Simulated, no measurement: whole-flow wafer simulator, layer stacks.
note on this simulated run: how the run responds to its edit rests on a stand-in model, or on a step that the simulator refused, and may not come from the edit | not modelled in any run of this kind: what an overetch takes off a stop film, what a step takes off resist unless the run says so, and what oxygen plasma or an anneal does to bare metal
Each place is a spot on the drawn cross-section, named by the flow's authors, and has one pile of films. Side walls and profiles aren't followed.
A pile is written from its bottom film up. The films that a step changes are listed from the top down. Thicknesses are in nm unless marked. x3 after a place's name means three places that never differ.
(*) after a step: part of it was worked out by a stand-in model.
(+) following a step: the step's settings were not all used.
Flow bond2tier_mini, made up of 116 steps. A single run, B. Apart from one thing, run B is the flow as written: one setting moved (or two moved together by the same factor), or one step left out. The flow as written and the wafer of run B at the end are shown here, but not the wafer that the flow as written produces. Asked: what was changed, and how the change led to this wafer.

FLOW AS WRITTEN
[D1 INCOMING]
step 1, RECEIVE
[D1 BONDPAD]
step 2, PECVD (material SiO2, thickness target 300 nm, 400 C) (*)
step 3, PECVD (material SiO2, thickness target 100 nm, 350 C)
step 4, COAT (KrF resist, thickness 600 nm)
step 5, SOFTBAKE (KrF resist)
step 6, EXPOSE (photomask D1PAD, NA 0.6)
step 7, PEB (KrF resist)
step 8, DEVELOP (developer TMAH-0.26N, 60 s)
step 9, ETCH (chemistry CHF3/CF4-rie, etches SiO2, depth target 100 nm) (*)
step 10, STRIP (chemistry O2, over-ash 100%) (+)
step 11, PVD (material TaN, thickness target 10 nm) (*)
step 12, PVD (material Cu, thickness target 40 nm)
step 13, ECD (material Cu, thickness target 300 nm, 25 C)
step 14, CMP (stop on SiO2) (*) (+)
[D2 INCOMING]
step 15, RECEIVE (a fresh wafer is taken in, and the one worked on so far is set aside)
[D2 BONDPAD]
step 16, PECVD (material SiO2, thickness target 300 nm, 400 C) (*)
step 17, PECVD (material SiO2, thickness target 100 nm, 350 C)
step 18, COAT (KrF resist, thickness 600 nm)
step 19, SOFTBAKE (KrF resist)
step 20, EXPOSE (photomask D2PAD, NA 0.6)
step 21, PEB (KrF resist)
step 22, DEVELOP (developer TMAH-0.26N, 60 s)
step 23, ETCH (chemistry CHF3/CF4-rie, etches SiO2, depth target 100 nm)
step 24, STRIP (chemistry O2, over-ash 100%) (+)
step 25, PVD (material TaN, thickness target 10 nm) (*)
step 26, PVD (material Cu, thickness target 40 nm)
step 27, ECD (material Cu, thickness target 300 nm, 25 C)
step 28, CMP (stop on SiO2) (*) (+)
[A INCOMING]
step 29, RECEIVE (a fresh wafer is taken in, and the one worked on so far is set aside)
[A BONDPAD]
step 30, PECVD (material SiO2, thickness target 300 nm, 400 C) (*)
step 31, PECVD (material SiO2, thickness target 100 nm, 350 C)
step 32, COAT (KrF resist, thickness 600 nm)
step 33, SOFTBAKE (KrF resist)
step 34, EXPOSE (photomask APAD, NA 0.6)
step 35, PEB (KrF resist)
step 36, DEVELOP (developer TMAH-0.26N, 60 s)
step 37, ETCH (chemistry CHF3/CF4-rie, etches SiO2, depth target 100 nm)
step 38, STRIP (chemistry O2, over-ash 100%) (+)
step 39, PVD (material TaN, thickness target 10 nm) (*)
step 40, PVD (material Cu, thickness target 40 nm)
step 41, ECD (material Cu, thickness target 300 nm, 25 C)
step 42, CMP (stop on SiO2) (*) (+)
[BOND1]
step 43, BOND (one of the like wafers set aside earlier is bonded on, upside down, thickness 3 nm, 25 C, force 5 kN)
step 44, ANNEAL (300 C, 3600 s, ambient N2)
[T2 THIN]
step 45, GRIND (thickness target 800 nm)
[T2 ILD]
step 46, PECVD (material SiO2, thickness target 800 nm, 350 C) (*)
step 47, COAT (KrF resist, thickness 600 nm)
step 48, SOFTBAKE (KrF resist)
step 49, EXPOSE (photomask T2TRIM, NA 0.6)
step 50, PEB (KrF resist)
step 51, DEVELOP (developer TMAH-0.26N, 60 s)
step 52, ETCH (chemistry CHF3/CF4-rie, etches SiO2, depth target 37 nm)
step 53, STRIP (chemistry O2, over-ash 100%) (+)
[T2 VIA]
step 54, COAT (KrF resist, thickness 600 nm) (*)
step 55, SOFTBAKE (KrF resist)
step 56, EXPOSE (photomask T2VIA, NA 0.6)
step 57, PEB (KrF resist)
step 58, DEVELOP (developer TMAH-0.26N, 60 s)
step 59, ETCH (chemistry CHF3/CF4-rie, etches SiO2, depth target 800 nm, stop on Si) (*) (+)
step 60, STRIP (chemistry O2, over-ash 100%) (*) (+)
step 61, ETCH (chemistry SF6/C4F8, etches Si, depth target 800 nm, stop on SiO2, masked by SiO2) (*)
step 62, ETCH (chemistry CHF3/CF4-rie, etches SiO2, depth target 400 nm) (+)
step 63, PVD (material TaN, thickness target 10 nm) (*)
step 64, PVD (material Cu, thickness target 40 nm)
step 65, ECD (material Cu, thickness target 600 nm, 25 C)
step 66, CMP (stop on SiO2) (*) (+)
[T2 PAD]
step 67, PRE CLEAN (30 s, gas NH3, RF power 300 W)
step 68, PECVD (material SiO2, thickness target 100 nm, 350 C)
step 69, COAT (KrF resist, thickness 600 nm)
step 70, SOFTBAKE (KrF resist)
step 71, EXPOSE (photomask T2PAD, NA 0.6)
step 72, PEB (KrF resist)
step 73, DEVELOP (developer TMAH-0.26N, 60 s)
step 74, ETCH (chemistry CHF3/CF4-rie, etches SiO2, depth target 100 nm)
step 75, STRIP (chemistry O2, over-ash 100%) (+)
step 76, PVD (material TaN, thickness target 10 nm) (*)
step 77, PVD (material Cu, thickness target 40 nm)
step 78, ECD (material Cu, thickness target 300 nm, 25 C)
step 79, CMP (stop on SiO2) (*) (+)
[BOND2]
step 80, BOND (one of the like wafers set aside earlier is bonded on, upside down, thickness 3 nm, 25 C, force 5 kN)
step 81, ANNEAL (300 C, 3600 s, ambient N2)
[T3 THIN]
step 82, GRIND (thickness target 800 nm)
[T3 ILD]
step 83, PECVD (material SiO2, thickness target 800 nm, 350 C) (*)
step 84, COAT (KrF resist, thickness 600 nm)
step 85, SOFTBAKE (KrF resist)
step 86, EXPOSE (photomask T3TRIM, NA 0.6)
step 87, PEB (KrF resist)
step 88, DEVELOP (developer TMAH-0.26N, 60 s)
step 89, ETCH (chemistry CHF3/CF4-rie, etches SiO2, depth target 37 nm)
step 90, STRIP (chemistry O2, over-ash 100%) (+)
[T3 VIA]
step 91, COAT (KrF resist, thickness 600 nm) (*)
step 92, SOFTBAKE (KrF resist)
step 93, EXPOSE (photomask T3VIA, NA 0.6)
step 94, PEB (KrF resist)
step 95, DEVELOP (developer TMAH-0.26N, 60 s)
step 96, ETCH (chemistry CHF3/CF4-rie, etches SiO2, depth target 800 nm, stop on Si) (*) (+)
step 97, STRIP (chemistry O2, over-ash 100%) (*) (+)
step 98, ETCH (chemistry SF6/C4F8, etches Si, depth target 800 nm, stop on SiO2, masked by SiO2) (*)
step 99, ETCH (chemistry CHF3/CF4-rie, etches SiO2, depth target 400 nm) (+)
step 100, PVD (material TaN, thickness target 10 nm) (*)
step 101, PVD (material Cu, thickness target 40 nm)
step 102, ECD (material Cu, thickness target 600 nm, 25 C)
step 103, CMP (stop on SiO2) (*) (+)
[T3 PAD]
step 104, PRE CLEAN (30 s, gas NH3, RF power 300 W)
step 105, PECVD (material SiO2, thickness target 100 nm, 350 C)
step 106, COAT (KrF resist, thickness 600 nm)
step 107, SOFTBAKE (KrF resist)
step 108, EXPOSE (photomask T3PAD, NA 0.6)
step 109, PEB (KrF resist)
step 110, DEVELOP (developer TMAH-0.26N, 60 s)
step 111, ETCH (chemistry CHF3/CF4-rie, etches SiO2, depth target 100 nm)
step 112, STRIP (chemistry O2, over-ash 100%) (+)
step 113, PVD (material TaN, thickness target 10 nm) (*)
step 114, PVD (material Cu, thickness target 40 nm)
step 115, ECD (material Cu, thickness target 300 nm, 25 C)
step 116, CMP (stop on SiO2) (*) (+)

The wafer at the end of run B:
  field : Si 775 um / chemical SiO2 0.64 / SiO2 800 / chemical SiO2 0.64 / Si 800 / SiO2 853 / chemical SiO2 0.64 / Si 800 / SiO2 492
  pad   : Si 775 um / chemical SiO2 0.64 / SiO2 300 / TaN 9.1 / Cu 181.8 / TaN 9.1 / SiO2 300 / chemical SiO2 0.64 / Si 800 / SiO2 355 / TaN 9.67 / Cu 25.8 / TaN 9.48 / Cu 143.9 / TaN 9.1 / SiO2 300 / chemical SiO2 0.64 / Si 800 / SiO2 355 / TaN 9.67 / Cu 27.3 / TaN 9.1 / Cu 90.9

What caused this: step 68, PECVD: thickness target 61 nm was run, while the flow as written has thickness target 100 nm.

How this came from the change, step by step:
  step 68, PECVD (material SiO2, thickness target 100 nm, 350 C)
      field: SiO2 gains 61 (as written it would have been: SiO2 gains 100)
      pad: SiO2 gains 61 (new film) (as written it would have been: SiO2 gains 100 (new film))
  step 74, ETCH (chemistry CHF3/CF4-rie, etches SiO2, depth target 100 nm)
      pad: SiO2 loses 61 (all of it), Cu loses 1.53 (as written it would have been: SiO2 loses 100 (all of it))
      field: KrF resist loses 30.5 (as written it would have been: KrF resist loses 33.3)
  step 77, PVD (material Cu, thickness target 40 nm)
      pad: Cu gains 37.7 (new film) (as written it would have been: Cu gains 36.4 (new film))
  step 78, ECD (material Cu, thickness target 300 nm, 25 C)
      pad: Cu gains 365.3 (as written it would have been: Cu gains 404.5)
